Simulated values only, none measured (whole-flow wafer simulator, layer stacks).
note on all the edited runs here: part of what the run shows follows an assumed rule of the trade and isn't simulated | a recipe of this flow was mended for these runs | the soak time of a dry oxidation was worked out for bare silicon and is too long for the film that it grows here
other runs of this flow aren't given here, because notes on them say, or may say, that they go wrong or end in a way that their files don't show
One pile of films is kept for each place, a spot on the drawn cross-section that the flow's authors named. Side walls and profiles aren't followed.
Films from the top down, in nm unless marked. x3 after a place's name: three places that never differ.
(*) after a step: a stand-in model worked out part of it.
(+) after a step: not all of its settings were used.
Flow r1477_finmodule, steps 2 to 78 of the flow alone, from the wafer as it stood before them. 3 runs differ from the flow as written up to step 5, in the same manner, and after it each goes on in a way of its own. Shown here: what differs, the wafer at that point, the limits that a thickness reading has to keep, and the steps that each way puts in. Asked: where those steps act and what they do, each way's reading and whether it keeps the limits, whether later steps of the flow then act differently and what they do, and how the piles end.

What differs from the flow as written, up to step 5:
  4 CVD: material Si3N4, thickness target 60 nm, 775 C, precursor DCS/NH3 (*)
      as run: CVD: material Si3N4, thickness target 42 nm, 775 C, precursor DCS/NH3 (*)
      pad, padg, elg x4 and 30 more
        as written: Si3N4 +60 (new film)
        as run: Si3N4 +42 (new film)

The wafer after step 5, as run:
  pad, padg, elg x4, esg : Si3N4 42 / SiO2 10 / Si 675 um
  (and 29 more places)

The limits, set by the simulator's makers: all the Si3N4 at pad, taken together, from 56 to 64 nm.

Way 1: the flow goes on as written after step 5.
  The reading after step 5: 42 nm, outside the limits.
  Later steps of the flow that act differently than as written (3 more steps differ only slightly, by at most 2% or 0.5 nm, whichever is larger, and aren't shown):
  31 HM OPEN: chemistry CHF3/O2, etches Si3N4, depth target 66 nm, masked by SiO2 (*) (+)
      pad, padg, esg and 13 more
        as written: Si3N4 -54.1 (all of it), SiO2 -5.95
        this way: Si3N4 -36.1 (all of it), SiO2 -10 (all of it), Si -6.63
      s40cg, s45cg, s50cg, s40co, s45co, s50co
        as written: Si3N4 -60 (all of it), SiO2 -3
        this way: Si3N4 -42 (all of it), SiO2 -10 (all of it), Si -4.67
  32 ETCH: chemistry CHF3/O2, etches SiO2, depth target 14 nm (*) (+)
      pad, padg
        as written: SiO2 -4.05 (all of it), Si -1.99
        this way: Si -2.8
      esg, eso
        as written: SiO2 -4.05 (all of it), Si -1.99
        this way: Si -2.34
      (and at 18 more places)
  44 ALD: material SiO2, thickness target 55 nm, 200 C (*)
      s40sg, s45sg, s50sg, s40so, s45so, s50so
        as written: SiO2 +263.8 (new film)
        this way: SiO2 +252.9 (new film)
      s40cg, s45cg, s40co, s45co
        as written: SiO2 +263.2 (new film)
        this way: SiO2 +250.9 (new film)
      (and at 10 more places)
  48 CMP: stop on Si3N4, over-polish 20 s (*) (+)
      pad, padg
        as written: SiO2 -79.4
        this way: SiO2 -90
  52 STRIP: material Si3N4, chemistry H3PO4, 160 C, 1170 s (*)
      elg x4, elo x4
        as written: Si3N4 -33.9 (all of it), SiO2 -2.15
        this way: Si3N4 -15.9 (all of it), SiO2 -2.71
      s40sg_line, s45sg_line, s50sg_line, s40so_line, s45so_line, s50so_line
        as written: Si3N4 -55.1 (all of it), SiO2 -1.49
        this way: Si3N4 -37.1 (all of it), SiO2 -2.05
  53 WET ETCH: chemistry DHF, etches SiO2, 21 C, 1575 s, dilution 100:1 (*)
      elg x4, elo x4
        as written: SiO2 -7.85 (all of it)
        this way: SiO2 -7.29 (all of it)
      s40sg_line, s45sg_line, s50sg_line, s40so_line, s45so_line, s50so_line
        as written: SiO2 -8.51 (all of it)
        this way: SiO2 -7.95 (all of it)
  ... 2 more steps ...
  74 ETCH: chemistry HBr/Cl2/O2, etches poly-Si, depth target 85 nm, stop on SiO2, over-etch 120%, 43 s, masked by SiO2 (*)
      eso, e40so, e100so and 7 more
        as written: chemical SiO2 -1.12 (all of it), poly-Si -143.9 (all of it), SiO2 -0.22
        this way: chemical SiO2 -1.12 (all of it), poly-Si -161.9 (all of it), SiO2 -0.13
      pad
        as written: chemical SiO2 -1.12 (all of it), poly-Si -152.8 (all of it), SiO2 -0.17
        this way: chemical SiO2 -1.12 (all of it), poly-Si -170.8 (all of it), SiO2 -0.08
  At the end the piles differ from the flow's by more than 2% or 0.5 nm, whichever is larger, at pad, padg, esg and 19 more.
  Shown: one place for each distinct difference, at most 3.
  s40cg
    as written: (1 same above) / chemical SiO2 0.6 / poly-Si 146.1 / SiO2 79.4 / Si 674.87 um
    this way: (1 same above) / chemical SiO2 0.6 / poly-Si 164 / SiO2 67.2 / Si 674.87 um
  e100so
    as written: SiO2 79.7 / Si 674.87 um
    this way: SiO2 69 / Si 674.86 um
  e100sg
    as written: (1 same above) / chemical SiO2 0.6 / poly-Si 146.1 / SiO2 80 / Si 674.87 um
    this way: (1 same above) / chemical SiO2 0.6 / poly-Si 164 / SiO2 69.2 / Si 674.86 um

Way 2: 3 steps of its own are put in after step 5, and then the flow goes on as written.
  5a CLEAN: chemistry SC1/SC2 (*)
      changes no film at any place that is followed
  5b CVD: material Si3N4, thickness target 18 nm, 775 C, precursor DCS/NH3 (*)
      pad, padg, elg x4 and 30 more
        Si3N4 +18
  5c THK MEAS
      changes no film at any place that is followed
  The reading after step 5c: 60 nm, within the limits.
  No later step of the flow acts differently than as written at any place that is followed.
  At the end the piles are the same as the flow's at every place that both follow.

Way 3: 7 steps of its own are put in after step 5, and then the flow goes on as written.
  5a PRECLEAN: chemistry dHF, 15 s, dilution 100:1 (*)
      pad, padg, elg x4 and 30 more
        Si3N4 -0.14
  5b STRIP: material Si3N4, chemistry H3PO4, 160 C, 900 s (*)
      pad, padg, elg x4 and 30 more
        Si3N4 -41.9 (all of it), SiO2 -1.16
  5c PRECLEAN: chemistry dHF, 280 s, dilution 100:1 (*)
      pad, padg, elg x4 and 30 more
        SiO2 -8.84 (all of it)
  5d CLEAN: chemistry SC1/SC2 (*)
      pad, padg, elg x4 and 30 more
        chemical SiO2 +0.6 (new film), Si -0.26
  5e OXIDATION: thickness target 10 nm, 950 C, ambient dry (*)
      pad, padg, elg x4 and 30 more
        SiO2 +10 (new film), chemical SiO2 -0.6 (all of it), Si -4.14
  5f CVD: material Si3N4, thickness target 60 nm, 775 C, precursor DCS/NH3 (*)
      pad, padg, elg x4 and 30 more
        Si3N4 +60 (new film)
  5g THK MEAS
      changes no film at any place that is followed
  The reading after step 5g: 60 nm, within the limits.
  No later step of the flow acts differently than as written at any place that is followed.
  At the end the piles differ from the flow's only slightly at the places that both follow, by at most 2% or 0.5 nm, whichever is larger.

Within the limits: way 2, way 3. Outside them: way 1.
